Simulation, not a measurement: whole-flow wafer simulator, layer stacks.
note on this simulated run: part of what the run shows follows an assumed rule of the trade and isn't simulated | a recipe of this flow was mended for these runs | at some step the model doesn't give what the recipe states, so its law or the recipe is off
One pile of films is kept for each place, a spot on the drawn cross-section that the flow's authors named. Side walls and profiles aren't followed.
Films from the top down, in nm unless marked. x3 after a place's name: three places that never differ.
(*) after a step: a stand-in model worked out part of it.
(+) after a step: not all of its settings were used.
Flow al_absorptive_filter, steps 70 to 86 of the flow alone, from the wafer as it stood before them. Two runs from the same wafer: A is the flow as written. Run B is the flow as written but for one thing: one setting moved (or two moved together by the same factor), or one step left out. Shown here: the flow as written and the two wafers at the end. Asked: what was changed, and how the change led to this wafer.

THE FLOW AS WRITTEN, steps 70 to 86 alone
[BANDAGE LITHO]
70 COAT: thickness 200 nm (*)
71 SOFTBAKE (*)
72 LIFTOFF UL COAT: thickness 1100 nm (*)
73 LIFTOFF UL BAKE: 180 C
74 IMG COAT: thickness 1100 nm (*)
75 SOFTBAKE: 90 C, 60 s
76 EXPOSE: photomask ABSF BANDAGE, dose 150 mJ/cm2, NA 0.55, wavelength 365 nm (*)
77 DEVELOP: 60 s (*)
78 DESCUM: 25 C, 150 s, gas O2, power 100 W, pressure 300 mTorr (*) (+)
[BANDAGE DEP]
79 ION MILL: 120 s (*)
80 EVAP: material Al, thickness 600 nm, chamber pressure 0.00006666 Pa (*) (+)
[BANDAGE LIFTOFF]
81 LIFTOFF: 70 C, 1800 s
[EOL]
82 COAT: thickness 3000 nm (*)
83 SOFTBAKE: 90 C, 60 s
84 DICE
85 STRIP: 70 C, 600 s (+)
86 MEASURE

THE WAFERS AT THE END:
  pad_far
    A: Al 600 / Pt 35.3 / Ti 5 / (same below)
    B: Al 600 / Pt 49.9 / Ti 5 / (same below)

The cause: step 78, DESCUM: 116 s was run, where the flow has 150 s.

How the change led to this, step by step:
  78 DESCUM: 25 C, 150 s, gas O2, power 100 W, pressure 300 mTorr (*) (+)
      pad_far: A acrylic-e-beam-resist -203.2 (all of it) | B acrylic-e-beam-resist -188.5
      gnd, ledge, res and 9 more: A i-line-resist -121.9 | B i-line-resist -94.3
  79 ION MILL: 120 s (*)
      pad_far: A Pt -14.7 | B acrylic-e-beam-resist -14.6 (all of it), Pt -0.08
  81 LIFTOFF: 70 C, 1800 s
      xa_field, xl_land, idc_field: A Al -600 (all of it), i-line-resist -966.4 (all of it), lift-off-underlayer -1100 (all of it), acrylic-e-beam-resist -200 (all of it) | B Al -600 (all of it), i-line-resist -994 (all of it), lift-off-underlayer -1100 (all of it), acrylic-e-beam-resist -200 (all of it)
      gnd: A Al -600 (all of it), i-line-resist -968.3 (all of it), lift-off-underlayer -1103.3 (all of it), acrylic-e-beam-resist -200.9 (all of it) | B Al -600 (all of it), i-line-resist -995.9 (all of it), lift-off-underlayer -1103.3 (all of it), acrylic-e-beam-resist -200.9 (all of it)
      (and at 8 more places)
